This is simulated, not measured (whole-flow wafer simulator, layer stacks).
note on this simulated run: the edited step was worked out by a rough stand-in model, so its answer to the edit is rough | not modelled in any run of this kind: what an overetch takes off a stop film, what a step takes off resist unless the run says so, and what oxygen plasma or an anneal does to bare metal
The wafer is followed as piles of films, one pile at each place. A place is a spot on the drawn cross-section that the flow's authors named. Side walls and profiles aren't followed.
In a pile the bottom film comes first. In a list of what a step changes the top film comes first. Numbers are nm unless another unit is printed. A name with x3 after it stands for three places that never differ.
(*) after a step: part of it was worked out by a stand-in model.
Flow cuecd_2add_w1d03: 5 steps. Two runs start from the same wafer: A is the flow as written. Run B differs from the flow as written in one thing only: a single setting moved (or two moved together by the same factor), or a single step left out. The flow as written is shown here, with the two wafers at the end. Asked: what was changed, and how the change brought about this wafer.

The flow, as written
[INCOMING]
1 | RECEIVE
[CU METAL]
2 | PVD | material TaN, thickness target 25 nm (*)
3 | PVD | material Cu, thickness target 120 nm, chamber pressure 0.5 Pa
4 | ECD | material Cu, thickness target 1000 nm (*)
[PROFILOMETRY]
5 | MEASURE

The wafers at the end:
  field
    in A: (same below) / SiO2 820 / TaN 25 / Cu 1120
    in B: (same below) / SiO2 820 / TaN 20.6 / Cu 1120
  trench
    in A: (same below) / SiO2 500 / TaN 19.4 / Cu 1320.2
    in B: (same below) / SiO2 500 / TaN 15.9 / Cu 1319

Cause: step 2, PVD: thickness target 20.6 nm was run, whereas the flow has thickness target 25 nm.
The wafer lets one read it off: field has TaN 20.6, and step 2 as written asks for 25 nm.

The path from the change to this, step by step:
  2 | PVD | material TaN, thickness target 25 nm (*)
      field: A +25 TaN (new film) | B +20.6 TaN (new film)
      trench: A +19.4 TaN (new film) | B +15.9 TaN (new film)
